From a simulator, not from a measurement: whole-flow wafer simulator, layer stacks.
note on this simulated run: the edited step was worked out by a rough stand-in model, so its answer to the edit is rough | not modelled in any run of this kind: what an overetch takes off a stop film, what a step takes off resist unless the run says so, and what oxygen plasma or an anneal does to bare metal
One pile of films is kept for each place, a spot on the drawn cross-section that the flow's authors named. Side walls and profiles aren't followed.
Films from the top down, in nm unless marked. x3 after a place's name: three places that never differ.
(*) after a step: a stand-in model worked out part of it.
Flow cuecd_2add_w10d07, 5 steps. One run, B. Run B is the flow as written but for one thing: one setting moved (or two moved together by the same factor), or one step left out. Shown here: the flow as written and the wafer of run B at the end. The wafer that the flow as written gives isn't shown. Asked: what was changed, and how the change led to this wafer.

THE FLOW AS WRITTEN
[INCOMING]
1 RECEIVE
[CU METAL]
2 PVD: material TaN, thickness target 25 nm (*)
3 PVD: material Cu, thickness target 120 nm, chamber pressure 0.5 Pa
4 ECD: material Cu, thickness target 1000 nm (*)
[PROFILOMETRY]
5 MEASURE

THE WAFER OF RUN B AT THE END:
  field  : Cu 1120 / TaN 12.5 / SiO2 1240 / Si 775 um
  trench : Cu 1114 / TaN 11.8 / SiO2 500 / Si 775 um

The cause: step 2, PVD: thickness target 12.5 nm was run, where the flow has thickness target 25 nm.
It can be read off the wafer: field has TaN 12.5, and step 2 as written asks for 25 nm.

How the change led to this, step by step:
  2 PVD: material TaN, thickness target 25 nm (*)
      field: TaN +12.5 (new film) (as written it would be: TaN +25 (new film))
      trench: TaN +11.8 (new film) (as written it would be: TaN +23.7 (new film))
